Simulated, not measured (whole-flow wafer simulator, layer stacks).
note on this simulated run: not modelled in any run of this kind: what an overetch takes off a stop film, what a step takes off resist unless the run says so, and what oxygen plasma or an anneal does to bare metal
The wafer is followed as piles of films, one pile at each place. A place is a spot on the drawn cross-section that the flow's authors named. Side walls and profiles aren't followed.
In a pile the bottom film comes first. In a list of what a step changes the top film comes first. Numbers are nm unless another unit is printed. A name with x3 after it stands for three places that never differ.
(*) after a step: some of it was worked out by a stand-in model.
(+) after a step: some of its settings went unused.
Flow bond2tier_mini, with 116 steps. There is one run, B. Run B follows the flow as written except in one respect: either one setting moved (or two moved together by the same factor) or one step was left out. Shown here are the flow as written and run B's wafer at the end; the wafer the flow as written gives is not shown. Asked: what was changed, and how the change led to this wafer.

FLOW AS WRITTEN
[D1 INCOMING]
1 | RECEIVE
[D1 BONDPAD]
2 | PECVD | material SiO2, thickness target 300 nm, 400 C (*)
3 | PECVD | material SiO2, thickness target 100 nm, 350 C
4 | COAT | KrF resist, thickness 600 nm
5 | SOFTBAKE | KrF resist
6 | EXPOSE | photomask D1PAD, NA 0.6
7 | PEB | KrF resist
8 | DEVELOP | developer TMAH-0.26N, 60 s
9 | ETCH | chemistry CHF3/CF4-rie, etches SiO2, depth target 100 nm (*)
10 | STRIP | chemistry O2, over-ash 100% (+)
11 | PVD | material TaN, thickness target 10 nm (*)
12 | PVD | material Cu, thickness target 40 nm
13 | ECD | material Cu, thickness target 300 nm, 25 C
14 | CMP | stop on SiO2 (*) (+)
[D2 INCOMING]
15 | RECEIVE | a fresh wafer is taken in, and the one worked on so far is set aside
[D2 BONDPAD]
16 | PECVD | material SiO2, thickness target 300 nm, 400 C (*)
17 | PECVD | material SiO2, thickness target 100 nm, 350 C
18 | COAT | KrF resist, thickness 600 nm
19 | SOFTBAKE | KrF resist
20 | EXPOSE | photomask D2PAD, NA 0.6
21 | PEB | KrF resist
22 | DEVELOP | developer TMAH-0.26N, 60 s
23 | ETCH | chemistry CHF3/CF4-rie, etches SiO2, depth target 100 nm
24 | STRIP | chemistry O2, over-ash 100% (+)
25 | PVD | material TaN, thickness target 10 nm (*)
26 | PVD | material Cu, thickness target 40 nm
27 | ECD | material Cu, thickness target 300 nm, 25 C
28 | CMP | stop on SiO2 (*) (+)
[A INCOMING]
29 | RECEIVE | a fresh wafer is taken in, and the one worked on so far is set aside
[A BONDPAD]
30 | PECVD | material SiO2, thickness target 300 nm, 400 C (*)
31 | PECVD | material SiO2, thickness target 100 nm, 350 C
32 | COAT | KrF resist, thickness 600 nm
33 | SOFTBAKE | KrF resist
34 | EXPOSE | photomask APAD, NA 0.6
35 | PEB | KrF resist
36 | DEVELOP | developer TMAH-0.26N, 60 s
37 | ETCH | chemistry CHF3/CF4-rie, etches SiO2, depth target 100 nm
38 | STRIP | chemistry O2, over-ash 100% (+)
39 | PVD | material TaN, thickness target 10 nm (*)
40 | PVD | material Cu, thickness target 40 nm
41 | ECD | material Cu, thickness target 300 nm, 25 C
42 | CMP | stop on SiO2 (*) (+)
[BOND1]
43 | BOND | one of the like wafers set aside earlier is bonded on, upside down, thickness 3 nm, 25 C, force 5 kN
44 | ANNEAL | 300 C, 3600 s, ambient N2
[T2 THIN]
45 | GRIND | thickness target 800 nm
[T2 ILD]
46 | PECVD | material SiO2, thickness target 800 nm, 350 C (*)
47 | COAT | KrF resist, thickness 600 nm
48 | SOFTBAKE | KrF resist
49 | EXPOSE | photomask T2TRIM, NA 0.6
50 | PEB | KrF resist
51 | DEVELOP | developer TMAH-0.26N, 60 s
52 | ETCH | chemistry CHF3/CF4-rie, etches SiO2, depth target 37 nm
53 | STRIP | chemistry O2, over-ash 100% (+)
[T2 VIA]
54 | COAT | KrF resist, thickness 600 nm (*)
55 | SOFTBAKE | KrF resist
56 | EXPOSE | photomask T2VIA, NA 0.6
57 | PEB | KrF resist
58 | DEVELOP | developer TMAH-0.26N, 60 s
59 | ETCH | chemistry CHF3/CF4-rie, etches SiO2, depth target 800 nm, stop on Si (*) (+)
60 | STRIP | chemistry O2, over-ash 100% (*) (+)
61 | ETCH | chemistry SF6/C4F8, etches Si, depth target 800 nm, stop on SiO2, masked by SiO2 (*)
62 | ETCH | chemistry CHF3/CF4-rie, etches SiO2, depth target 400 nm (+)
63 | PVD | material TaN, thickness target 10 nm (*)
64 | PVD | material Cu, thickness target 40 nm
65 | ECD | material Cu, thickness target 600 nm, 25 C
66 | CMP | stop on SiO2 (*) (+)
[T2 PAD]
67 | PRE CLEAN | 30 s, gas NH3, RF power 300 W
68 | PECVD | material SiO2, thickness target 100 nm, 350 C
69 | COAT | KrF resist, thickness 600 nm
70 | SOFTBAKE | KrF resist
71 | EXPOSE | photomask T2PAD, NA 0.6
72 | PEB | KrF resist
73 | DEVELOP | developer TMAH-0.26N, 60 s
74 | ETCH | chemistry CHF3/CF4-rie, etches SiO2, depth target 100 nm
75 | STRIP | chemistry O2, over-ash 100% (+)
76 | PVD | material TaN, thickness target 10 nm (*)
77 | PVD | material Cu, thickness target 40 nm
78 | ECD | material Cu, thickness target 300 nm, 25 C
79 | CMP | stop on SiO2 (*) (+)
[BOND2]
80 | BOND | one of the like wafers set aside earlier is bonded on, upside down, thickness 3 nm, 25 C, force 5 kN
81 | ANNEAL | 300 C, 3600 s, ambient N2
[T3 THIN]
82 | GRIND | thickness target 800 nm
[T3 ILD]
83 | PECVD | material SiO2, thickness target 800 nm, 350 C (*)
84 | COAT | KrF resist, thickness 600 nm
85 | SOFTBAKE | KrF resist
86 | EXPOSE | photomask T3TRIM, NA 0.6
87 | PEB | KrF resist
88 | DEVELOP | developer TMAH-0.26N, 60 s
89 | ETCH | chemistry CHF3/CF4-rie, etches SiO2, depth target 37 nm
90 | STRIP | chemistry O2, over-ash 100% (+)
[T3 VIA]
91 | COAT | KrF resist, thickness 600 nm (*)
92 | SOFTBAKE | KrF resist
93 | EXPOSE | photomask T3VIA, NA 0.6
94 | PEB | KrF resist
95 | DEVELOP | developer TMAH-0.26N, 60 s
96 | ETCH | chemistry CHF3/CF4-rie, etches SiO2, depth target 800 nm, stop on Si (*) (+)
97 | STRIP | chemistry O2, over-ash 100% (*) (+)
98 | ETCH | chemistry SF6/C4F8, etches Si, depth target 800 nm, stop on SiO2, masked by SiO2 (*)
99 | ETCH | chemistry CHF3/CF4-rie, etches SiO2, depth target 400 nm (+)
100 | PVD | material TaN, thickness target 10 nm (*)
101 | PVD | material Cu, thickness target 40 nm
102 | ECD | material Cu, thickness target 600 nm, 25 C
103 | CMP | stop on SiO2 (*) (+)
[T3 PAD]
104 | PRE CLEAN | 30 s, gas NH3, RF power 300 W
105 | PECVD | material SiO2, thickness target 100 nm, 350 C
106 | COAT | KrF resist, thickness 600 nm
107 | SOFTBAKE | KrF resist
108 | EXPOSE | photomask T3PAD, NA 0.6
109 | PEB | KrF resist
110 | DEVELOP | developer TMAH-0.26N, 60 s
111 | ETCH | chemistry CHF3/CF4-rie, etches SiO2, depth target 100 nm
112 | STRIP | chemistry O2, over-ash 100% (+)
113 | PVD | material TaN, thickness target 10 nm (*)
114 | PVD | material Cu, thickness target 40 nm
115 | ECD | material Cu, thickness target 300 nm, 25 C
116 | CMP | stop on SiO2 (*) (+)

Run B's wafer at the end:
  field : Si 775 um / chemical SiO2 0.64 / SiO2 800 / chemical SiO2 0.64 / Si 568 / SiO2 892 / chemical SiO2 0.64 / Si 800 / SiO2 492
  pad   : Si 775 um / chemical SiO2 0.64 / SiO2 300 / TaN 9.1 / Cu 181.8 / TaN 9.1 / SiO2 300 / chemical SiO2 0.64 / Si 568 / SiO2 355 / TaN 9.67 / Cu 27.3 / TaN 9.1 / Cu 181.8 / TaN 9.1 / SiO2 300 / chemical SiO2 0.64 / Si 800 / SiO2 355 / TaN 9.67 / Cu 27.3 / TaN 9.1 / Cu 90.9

Cause: step 45, GRIND: thickness target 568 nm was run, though the flow has thickness target 800 nm.
The wafer itself shows it: field has Si 568, and step 45 as written asks for 800 nm.

How this came from the change, step by step:
  45 | GRIND | thickness target 800 nm
      field, pad, via: Si loses 774.43 um (as written it would have been: Si loses 774.2 um)
